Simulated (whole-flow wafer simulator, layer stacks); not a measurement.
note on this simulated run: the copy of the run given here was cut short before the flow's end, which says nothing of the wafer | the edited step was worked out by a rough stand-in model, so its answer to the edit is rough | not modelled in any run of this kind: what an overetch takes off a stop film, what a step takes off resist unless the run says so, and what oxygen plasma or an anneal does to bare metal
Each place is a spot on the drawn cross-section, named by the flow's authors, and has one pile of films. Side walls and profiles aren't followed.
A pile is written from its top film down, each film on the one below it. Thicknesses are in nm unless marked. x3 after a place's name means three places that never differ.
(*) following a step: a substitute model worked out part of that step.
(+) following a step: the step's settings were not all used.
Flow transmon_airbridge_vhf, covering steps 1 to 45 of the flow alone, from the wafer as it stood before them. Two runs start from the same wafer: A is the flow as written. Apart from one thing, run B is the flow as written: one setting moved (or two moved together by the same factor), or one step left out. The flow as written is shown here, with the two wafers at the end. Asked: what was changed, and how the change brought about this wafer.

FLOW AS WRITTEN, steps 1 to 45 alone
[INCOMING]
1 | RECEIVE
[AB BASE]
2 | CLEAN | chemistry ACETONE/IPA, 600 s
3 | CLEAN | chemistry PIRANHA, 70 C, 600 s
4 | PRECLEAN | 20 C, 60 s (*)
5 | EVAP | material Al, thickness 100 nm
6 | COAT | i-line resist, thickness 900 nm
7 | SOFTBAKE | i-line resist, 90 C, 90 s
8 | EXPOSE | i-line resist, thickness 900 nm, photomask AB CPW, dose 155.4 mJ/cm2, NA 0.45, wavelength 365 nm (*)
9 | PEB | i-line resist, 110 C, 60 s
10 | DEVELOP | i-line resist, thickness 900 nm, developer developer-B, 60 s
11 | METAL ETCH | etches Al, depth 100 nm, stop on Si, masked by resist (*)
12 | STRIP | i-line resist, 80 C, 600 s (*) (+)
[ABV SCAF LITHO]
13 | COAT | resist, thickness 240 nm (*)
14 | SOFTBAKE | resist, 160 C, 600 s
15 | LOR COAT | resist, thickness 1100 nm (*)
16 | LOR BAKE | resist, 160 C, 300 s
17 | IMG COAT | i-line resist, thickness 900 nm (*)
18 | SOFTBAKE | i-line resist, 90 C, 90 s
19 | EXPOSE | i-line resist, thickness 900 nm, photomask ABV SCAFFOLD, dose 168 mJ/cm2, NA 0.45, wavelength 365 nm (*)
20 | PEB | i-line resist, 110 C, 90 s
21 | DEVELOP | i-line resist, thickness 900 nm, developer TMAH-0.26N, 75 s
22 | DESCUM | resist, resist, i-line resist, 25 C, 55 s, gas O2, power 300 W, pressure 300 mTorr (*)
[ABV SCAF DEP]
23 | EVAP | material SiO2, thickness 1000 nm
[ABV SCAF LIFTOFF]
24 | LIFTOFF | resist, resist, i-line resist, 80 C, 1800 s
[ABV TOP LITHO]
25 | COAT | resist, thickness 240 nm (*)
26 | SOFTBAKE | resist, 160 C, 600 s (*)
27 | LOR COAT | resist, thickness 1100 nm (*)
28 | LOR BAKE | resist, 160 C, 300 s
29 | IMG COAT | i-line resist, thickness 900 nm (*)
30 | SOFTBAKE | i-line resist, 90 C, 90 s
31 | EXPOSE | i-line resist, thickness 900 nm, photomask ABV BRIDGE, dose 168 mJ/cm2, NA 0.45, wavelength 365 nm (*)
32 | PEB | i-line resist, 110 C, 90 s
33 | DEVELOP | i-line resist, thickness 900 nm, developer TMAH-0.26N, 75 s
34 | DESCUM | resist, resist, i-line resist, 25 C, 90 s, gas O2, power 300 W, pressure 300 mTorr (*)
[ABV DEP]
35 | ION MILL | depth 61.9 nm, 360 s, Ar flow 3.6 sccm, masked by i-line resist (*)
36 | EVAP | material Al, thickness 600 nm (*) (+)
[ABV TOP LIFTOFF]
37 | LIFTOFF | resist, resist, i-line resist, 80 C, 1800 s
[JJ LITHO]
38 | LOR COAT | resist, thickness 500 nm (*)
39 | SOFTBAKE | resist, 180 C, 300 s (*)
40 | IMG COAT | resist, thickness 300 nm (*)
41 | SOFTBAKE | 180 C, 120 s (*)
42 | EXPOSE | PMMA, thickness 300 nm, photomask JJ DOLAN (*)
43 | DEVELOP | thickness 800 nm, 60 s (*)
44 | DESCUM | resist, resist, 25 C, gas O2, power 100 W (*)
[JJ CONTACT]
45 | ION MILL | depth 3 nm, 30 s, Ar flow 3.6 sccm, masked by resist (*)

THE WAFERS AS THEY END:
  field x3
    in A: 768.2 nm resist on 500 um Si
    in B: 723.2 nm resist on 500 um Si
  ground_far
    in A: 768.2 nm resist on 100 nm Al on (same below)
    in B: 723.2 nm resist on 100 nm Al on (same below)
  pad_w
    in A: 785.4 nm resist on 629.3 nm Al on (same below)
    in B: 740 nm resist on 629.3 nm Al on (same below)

What caused this: step 40, IMG COAT: thickness 255 nm was run, though the flow has thickness 300 nm.

The path from the change to this, step by step:
  40 | IMG COAT | resist, thickness 300 nm (*)
      field x3, jj_line, ground_far, trace_open_s x2: A resist gains 300 | B resist gains 255
      pad_w, pad_e: A resist gains 300.1 | B resist gains 254.8
      (and at 8 other places as well)
  43 | DEVELOP | thickness 800 nm, 60 s (*)
      jj_line: A resist loses 800 (all of it) | B resist loses 755 (all of it)
